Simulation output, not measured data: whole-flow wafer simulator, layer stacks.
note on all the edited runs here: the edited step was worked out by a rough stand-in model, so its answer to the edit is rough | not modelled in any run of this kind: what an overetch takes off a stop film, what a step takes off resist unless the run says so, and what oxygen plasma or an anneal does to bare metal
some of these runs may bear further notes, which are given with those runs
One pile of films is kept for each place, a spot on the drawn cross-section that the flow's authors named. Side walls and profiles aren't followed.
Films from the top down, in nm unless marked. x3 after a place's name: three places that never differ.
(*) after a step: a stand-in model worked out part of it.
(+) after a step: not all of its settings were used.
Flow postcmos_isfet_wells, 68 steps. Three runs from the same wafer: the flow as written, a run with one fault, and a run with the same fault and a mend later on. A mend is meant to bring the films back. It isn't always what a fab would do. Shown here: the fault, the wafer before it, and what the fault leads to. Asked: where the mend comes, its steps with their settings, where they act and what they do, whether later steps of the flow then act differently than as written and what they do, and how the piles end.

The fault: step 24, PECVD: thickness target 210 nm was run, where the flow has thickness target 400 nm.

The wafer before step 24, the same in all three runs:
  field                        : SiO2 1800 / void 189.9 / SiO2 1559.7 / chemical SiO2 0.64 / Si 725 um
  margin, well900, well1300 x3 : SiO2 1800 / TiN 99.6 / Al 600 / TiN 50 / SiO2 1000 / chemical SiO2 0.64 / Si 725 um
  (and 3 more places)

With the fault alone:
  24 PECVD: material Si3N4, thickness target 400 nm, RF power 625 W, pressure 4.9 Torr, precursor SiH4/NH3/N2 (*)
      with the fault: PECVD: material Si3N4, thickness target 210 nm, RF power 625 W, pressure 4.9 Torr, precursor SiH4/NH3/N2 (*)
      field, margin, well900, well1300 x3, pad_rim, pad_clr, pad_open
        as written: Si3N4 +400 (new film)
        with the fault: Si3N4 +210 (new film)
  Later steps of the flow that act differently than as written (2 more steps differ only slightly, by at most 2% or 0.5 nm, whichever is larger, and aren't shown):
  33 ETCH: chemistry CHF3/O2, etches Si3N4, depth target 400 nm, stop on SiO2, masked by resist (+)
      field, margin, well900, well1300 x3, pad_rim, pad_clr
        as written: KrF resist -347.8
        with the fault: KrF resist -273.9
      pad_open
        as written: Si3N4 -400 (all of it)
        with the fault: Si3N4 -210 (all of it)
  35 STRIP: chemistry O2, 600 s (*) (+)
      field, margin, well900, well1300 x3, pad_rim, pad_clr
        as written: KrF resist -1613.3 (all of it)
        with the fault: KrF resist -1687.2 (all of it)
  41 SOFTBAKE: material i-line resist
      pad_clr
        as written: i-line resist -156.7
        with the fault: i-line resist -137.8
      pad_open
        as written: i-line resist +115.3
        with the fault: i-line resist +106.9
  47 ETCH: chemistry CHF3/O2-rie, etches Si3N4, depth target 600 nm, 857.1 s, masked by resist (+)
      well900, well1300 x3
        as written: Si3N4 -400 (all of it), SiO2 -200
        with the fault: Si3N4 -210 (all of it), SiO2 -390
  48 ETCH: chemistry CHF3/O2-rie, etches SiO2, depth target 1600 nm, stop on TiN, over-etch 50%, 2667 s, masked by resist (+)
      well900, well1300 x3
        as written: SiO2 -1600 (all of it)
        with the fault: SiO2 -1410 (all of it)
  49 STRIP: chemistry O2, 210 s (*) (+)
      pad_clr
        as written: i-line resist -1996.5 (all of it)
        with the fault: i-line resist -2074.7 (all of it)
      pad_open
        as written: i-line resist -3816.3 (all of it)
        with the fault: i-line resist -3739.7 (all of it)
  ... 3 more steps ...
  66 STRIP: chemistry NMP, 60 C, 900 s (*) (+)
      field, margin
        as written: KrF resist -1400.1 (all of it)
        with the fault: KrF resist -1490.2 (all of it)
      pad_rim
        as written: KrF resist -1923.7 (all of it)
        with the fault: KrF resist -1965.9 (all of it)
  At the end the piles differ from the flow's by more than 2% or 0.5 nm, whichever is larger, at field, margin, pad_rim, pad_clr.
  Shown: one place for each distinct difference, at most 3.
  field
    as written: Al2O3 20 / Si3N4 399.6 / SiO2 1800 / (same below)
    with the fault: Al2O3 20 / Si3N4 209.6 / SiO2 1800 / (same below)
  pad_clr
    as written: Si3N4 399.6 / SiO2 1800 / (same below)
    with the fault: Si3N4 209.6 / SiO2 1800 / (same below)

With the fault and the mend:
  The mend comes after step 32.
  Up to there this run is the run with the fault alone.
  32a STRIP: chemistry O2, 600 s (*) (+)
      field, margin, well900, well1300 x3, pad_rim, pad_clr
        KrF resist -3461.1 (all of it)
  32b PECVD: material Si3N4, thickness target 190 nm, RF power 625 W, pressure 4.9 Torr, precursor SiH4/NH3/N2 (*) (the flow's step 24 once more, with other settings)
      field, margin, well900, well1300 x3, pad_rim, pad_clr, pad_open
        Si3N4 +190
  32c HMDS: 30 s (the flow's step 26 once more)
      changes no film at any place that is followed
  32d COAT: KrF resist, thickness 3500 nm (the flow's step 27 once more)
      field, margin, well900, well1300 x3, pad_rim, pad_clr, pad_open
        KrF resist +3500 (new film)
  32e SOFTBAKE: material KrF resist (the flow's step 28 once more)
      changes no film at any place that is followed
  32f EBR (the flow's step 29 once more)
      changes no film at any place that is followed
  32g EXPOSE: photomask PAD, dose 67.86 mJ/cm2, NA 0.55, wavelength 248 nm (*) (the flow's step 30 once more)
      changes no film at any place that is followed
  32h PEB (the flow's step 31 once more)
      field, margin, well900, well1300 x3, pad_rim, pad_clr, pad_open
        KrF resist -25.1
  32i DEVELOP: thickness 3500 nm, 60 s (the flow's step 32 once more)
      field, margin, well900, well1300 x3, pad_rim, pad_clr
        KrF resist -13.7
      pad_open
        KrF resist -3474.9 (all of it)
  No later step of the flow acts differently than as written at any place that is followed.
  At the end the piles are the same as the flow's at every place that both follow.
